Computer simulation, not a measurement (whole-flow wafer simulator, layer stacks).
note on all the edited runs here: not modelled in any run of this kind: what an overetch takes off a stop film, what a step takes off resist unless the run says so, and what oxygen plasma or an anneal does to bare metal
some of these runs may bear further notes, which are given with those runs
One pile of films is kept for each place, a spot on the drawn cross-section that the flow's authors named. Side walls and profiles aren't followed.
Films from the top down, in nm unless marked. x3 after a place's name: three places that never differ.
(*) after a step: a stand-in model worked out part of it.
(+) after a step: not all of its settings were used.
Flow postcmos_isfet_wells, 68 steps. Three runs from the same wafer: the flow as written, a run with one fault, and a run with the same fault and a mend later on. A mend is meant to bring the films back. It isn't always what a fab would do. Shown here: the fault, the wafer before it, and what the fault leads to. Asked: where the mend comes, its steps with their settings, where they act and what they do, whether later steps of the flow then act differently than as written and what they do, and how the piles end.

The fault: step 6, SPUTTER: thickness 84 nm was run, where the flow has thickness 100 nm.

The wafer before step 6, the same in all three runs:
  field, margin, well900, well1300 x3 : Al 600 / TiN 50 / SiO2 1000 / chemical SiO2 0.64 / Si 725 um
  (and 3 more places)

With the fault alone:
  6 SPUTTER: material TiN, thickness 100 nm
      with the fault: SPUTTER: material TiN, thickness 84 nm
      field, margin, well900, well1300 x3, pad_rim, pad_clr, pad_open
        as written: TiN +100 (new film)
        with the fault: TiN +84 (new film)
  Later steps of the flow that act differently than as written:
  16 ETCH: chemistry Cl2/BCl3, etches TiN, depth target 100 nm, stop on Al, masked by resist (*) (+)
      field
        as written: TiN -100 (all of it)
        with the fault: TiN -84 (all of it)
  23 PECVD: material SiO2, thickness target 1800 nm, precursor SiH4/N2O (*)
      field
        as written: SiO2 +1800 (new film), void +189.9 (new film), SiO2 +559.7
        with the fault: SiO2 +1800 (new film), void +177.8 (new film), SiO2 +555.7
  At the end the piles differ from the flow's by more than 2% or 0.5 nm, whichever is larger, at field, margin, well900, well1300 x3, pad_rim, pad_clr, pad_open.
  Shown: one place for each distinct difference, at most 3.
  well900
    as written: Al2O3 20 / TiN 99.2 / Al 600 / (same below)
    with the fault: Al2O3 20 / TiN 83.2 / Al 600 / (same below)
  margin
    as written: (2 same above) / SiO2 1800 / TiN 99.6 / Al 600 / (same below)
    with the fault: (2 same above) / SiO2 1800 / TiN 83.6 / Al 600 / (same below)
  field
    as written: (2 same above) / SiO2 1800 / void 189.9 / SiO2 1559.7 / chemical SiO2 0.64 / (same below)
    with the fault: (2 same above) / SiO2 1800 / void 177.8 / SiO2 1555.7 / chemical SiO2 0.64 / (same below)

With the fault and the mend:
  The mend comes after step 15.
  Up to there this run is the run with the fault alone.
  15a STRIP: chemistry O2, 600 s (+)
      margin, well900, well1300 x3, pad_rim, pad_clr, pad_open
        KrF resist -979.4 (all of it)
  15b SPUTTER: material TiN, thickness 16 nm (the flow's step 6 once more, with other settings)
      field, margin, well900, well1300 x3, pad_rim, pad_clr, pad_open
        TiN +16
  15c HMDS: 30 s (the flow's step 8 once more)
      changes no film at any place that is followed
  15d COAT: KrF resist (the flow's step 9 once more)
      field, margin, well900, well1300 x3, pad_rim, pad_clr, pad_open
        KrF resist +1000 (new film)
  15e SOFTBAKE: material KrF resist (the flow's step 10 once more)
      changes no film at any place that is followed
  15f EBR (the flow's step 11 once more)
      changes no film at any place that is followed
  15g EXPOSE: photomask PLATE, NA 0.55, wavelength 248 nm (*) (the flow's step 12 once more)
      changes no film at any place that is followed
  15h PEB (the flow's step 13 once more)
      field, margin, well900, well1300 x3, pad_rim, pad_clr, pad_open
        KrF resist -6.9
  15i DEVELOP: 60 s (the flow's step 14 once more)
      margin, well900, well1300 x3, pad_rim, pad_clr, pad_open
        KrF resist -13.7
      field
        KrF resist -993.1 (all of it)
  No later step of the flow acts differently than as written at any place that is followed.
  At the end the piles are the same as the flow's at every place that both follow.
